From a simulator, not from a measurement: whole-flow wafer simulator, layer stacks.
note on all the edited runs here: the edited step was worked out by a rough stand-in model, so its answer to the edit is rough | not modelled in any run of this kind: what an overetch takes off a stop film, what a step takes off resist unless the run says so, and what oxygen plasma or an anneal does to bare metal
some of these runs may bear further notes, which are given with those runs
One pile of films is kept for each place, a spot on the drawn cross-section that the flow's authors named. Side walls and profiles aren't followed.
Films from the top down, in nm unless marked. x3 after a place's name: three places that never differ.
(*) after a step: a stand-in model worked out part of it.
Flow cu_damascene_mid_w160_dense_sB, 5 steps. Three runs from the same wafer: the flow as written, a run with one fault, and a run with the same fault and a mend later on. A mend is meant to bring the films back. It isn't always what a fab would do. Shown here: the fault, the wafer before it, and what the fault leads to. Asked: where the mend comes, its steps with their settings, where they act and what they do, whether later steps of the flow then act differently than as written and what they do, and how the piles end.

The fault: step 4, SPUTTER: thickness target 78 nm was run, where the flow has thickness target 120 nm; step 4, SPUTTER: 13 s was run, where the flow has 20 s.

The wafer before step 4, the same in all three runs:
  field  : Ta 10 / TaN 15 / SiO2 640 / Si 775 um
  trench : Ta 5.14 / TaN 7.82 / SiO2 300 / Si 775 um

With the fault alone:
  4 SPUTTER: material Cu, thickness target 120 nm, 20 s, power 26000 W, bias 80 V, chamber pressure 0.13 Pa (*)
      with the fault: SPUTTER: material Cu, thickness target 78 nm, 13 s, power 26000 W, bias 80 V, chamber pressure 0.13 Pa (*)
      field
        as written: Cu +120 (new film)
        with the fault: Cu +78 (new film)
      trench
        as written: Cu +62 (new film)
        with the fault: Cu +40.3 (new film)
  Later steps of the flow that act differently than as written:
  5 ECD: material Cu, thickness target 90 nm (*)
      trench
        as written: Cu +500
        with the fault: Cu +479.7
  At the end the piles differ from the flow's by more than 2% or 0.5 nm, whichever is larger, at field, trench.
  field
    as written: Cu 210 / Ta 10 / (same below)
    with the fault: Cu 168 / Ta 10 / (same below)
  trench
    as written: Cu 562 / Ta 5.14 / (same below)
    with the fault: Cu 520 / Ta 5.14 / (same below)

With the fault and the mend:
  The mend comes after step 4.
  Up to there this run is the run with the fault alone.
  4a SPUTTER: material Cu, thickness target 42 nm, 7 s, power 26000 W, bias 80 V, chamber pressure 0.13 Pa (*) (the flow's step 4 once more, with other settings)
      field
        Cu +42
      trench
        Cu +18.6
  No later step of the flow acts differently than as written, at any place that is followed, by more than 2% or 0.5 nm, whichever is larger.
  At the end the piles are the same as the flow's at every place that both follow.
